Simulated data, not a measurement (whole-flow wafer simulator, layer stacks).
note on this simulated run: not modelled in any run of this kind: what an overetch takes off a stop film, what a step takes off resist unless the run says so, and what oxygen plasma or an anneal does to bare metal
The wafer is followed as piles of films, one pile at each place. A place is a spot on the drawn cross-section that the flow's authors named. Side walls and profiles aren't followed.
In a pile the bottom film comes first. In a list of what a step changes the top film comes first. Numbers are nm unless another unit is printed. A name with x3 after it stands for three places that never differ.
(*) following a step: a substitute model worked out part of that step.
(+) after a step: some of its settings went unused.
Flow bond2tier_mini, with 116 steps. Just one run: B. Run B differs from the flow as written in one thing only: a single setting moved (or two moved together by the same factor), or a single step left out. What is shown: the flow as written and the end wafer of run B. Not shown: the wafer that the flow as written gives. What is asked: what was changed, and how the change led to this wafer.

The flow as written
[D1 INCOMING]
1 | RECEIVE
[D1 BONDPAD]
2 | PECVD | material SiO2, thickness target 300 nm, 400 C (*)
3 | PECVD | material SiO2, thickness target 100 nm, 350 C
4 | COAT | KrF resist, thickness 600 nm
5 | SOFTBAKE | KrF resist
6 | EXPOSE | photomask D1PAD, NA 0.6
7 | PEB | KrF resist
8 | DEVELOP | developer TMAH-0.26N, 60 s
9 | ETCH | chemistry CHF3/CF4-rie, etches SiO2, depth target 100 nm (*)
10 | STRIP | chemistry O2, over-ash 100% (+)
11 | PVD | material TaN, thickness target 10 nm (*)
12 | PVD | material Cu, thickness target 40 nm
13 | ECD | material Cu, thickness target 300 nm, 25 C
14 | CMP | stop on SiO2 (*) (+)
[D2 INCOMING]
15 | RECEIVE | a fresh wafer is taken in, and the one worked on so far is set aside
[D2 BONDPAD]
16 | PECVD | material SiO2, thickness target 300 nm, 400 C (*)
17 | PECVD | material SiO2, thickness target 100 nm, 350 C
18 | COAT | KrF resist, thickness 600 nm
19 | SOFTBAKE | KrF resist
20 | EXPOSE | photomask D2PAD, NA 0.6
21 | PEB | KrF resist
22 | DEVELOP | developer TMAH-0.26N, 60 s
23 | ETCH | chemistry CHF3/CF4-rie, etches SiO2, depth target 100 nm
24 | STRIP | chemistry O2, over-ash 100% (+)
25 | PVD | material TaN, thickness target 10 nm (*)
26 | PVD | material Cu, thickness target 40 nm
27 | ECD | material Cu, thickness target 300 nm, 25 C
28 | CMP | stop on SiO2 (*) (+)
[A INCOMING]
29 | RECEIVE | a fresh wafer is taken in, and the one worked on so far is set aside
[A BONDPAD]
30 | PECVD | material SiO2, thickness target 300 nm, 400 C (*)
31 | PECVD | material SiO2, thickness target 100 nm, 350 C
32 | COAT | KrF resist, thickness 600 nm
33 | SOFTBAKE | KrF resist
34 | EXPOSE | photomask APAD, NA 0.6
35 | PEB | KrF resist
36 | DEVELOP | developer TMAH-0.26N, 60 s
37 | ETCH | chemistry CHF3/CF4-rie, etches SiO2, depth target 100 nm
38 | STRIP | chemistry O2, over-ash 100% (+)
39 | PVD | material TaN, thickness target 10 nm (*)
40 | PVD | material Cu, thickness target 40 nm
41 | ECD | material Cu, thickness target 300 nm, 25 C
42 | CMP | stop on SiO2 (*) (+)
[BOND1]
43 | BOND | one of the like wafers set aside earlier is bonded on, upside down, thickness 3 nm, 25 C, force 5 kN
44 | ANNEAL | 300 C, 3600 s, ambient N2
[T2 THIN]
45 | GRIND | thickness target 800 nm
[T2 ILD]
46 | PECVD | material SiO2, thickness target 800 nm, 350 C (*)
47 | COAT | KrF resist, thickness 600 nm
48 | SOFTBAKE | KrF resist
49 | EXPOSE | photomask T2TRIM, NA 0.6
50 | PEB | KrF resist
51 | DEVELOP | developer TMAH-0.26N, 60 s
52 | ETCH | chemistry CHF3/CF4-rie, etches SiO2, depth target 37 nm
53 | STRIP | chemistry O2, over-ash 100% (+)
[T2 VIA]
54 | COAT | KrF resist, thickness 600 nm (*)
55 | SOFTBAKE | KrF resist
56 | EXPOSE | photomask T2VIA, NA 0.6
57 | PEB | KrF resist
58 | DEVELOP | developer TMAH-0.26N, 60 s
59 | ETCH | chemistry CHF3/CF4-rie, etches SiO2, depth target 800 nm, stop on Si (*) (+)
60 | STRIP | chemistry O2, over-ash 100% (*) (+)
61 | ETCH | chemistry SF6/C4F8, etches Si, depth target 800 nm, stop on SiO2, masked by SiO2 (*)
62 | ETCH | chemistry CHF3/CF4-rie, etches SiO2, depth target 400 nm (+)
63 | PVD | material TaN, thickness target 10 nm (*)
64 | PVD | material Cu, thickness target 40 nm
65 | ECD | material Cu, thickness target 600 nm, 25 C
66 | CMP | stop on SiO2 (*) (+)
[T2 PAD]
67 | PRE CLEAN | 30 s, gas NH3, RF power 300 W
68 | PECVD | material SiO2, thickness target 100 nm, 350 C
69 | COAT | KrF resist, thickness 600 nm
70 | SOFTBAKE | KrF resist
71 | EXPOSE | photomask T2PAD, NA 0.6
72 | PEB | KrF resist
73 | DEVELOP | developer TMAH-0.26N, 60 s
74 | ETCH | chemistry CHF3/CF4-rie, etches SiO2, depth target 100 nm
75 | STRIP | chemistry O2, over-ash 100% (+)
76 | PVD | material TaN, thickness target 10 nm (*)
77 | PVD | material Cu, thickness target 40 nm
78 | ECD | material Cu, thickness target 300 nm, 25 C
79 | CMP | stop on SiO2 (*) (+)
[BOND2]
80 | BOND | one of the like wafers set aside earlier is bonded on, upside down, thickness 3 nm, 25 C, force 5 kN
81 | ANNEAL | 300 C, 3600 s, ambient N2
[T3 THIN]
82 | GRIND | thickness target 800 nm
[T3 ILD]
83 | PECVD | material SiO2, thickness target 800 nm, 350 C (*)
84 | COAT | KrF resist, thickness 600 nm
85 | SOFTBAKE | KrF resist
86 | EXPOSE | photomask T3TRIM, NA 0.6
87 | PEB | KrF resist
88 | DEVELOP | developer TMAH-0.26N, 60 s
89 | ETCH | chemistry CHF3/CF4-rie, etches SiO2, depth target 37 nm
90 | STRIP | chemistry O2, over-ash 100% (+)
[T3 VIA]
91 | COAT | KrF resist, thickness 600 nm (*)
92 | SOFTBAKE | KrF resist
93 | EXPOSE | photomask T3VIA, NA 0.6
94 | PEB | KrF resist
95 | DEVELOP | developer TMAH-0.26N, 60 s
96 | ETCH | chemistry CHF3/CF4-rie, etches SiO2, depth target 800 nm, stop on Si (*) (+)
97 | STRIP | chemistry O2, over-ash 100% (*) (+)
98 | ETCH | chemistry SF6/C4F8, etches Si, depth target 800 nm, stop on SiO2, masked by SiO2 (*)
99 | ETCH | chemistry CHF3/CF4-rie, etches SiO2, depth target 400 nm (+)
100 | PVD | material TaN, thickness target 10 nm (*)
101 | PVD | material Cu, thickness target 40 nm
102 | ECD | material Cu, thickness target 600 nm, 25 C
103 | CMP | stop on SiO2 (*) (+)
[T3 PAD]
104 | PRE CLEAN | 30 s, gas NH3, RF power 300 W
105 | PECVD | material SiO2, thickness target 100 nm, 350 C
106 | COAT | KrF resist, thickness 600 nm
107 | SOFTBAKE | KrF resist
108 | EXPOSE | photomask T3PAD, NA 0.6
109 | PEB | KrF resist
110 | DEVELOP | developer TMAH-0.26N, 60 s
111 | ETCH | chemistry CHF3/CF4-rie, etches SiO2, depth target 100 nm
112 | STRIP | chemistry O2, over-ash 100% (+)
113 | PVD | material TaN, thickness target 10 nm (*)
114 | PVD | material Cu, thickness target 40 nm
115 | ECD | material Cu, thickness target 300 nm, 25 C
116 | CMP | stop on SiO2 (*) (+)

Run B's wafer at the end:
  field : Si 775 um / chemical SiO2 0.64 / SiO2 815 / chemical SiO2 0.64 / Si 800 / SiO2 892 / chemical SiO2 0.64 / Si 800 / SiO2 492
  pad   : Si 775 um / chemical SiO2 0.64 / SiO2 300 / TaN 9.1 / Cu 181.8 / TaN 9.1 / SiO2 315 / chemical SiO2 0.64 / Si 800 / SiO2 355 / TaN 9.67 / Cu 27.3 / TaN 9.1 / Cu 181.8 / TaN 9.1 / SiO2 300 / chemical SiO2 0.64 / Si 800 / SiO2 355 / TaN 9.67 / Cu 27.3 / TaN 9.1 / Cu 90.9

Cause: step 3, PECVD: thickness target 115 nm was run, whereas the flow has thickness target 100 nm.

The path from the change to this, step by step:
  3 | PECVD | material SiO2, thickness target 100 nm, 350 C
      field, pad, via: SiO2 gains 115 (it would be, as written: SiO2 gains 100)
  43 | BOND | one of the like wafers set aside earlier is bonded on, upside down, thickness 3 nm, 25 C, force 5 kN
      field: Si gains 775 um (new film), chemical SiO2 gains 0.64 (new film), SiO2 gains 415 (it would be, as written: Si gains 775 um (new film), chemical SiO2 gains 0.64 (new film), SiO2 gains 400)
      pad: Si gains 775 um (new film), chemical SiO2 gains 0.64 (new film), SiO2 gains 315 (new film), TaN gains 9.1 (new film), Cu gains 90.9 (it would be, as written: Si gains 775 um (new film), chemical SiO2 gains 0.64 (new film), SiO2 gains 300 (new film), TaN gains 9.1 (new film), Cu gains 90.9)
      (also at 1 further place)
